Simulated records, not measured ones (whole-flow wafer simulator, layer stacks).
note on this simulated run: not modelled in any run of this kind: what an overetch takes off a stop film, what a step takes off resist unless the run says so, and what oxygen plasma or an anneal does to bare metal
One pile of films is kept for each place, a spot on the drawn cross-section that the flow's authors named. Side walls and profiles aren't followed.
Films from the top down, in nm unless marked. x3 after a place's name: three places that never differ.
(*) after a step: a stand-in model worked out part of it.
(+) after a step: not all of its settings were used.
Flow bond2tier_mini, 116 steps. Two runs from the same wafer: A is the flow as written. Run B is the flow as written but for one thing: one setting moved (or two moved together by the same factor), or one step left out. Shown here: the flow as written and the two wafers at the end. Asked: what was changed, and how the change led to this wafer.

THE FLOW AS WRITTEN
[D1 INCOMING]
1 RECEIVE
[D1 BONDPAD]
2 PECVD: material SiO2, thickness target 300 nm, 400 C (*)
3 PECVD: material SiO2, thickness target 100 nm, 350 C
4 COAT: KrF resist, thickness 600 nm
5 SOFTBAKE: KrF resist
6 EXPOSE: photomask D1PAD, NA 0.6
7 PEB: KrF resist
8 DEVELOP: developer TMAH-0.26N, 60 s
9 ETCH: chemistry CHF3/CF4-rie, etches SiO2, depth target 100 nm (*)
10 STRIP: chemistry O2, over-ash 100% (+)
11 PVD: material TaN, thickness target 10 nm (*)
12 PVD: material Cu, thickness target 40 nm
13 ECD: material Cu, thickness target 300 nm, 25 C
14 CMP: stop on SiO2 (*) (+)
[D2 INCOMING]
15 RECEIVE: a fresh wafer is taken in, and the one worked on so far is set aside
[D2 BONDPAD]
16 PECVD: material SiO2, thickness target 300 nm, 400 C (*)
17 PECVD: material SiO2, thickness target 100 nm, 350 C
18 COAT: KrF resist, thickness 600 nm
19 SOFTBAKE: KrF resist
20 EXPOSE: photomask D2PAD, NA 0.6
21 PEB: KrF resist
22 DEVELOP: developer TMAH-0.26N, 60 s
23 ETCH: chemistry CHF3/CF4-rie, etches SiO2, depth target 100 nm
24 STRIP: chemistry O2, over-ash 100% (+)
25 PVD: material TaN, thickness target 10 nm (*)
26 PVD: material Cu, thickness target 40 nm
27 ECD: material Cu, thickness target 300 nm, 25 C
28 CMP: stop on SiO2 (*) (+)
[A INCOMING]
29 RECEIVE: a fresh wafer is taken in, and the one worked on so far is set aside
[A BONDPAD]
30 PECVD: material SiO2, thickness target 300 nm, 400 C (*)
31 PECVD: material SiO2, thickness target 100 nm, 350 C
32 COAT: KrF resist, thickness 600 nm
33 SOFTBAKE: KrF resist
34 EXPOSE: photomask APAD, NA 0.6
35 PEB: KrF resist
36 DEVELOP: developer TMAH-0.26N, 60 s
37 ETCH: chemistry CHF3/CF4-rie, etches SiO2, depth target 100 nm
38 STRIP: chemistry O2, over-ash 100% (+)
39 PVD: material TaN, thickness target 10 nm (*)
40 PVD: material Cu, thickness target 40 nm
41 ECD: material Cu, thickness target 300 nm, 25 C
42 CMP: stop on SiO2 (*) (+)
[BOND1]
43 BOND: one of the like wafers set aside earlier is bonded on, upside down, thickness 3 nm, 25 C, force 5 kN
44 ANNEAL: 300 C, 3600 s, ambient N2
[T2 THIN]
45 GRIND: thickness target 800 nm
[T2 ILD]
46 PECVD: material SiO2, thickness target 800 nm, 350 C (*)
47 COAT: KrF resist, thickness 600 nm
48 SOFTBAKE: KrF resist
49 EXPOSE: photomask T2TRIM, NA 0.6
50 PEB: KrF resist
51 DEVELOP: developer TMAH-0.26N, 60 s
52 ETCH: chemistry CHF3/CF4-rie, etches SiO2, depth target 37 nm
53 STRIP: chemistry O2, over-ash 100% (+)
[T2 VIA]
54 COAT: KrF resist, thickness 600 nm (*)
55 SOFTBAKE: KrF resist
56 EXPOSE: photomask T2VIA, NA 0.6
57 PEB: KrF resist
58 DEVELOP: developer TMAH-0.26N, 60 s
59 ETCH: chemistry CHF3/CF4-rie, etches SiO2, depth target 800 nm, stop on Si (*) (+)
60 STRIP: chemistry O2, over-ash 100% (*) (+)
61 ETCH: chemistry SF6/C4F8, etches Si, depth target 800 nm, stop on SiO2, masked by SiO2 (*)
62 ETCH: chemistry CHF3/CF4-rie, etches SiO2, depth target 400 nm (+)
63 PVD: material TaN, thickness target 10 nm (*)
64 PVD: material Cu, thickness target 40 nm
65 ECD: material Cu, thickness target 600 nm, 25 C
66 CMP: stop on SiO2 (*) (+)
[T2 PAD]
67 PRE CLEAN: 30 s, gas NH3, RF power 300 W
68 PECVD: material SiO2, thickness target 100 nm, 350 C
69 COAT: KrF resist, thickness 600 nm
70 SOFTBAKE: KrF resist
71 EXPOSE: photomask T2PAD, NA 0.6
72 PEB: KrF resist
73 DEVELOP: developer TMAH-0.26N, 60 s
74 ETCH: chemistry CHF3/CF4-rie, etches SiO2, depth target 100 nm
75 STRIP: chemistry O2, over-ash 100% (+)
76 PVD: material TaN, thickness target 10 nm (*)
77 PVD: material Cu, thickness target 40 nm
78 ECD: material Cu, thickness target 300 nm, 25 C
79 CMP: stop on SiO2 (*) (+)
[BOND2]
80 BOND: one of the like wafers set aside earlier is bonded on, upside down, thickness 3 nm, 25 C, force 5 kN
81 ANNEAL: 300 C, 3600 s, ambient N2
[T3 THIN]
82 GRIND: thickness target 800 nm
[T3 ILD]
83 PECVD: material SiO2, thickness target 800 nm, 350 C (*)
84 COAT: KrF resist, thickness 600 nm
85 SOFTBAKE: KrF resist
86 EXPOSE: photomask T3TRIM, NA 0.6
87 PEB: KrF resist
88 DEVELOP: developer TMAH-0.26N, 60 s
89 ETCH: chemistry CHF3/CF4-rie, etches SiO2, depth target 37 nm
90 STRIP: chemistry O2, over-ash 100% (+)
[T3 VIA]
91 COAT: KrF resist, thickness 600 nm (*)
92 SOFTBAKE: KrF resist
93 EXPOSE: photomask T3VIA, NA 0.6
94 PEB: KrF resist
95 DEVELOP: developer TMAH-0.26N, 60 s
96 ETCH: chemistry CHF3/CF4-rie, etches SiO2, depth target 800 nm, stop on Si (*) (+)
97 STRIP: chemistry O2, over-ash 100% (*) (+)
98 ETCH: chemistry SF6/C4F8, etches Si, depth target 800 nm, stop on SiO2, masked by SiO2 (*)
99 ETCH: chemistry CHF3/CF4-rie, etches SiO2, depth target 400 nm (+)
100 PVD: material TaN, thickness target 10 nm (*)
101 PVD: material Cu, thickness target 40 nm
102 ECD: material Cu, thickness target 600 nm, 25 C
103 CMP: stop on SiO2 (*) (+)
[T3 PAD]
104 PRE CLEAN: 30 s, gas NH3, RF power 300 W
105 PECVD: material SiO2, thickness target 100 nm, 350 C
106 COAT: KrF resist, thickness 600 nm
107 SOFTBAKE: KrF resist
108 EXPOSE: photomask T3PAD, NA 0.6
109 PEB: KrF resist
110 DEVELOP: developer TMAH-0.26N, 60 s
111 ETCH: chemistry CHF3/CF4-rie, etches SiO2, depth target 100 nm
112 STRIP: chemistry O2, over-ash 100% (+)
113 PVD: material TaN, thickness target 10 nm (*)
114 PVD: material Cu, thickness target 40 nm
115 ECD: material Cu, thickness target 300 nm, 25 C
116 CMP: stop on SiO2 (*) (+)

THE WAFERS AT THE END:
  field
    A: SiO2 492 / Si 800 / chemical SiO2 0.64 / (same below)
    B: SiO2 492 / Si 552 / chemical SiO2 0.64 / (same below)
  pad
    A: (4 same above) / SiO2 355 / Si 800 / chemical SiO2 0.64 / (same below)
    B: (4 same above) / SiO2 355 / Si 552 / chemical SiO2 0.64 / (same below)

The cause: step 82, GRIND: thickness target 552 nm was run, where the flow has thickness target 800 nm.
It can be read off the wafer: field has Si 552, and step 82 as written asks for 800 nm.

How the change led to this, step by step:
  82 GRIND: thickness target 800 nm
      field, pad: A Si -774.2 um | B Si -774.45 um
